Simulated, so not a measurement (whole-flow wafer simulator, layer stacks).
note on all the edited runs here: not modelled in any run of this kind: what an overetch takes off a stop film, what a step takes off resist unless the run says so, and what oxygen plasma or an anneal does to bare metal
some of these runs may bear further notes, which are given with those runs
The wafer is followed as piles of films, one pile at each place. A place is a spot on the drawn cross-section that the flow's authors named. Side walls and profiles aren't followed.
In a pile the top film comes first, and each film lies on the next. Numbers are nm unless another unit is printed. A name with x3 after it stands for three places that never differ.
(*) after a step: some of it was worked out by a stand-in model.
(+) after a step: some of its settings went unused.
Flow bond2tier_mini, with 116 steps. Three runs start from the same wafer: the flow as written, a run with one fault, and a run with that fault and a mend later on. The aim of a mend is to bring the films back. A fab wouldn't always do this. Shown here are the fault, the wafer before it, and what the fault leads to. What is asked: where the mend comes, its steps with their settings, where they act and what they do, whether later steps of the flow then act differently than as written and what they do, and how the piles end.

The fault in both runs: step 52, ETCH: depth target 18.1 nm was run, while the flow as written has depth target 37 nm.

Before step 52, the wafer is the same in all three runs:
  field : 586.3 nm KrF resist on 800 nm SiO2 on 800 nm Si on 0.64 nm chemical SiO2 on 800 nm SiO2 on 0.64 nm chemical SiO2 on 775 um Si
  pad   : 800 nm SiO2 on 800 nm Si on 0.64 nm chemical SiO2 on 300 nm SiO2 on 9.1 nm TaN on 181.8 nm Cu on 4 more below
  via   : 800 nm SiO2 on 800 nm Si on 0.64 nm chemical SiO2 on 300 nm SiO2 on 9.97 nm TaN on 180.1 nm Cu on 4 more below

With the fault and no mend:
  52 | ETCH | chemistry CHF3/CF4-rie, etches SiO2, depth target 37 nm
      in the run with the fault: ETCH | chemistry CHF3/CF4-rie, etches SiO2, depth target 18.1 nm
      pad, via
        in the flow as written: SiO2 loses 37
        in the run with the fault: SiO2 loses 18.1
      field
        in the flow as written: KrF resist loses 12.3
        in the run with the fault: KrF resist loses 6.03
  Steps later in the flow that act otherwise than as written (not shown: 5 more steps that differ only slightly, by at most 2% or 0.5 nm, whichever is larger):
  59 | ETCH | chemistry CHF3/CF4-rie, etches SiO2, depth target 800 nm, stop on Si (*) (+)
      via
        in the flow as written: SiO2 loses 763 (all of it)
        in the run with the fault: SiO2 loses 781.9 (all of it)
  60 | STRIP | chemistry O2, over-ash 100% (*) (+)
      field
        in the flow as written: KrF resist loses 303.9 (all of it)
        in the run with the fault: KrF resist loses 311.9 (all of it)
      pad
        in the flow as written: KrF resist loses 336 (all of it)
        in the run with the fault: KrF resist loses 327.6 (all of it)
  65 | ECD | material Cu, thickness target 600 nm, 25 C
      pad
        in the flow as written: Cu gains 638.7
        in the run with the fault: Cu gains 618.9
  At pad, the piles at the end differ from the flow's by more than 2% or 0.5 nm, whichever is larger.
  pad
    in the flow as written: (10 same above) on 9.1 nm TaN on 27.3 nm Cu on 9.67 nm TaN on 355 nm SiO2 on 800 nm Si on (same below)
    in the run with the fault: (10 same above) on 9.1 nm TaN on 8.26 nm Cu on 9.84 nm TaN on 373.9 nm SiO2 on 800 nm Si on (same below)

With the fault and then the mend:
  After step 53 comes the mend.
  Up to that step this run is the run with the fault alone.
  53a | COAT | KrF resist, thickness 600 nm (*) (the flow's step 47, run once more)
      field
        KrF resist gains 592.3 (new film)
      pad
        KrF resist gains 608 (new film)
      via
        KrF resist gains 607 (new film)
  53b | SOFTBAKE | KrF resist (the flow's step 48, run once more)
      does not change any film at any place that is followed
  53c | EXPOSE | photomask T2TRIM, NA 0.6 (the flow's step 49, run once more)
      does not change any film at any place that is followed
  53d | PEB | KrF resist (the flow's step 50, run once more)
      does not change any film at any place that is followed
  53e | DEVELOP | developer TMAH-0.26N, 60 s (the flow's step 51, run once more)
      field
        KrF resist loses 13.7
      pad
        KrF resist loses 608 (all of it)
      via
        KrF resist loses 607 (all of it)
  53f | ETCH | chemistry CHF3/CF4-rie, etches SiO2, depth target 18.9 nm (the flow's step 52, run once more with other settings)
      pad, via
        SiO2 loses 18.9
      field
        KrF resist loses 6.3
  53g | STRIP | chemistry O2, over-ash 100% (+) (the flow's step 53, run once more)
      field
        KrF resist loses 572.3 (all of it)
  Later steps of the flow that are run all act as written at every place that is followed.
  By the end, the piles equal the flow's at every place that both follow.
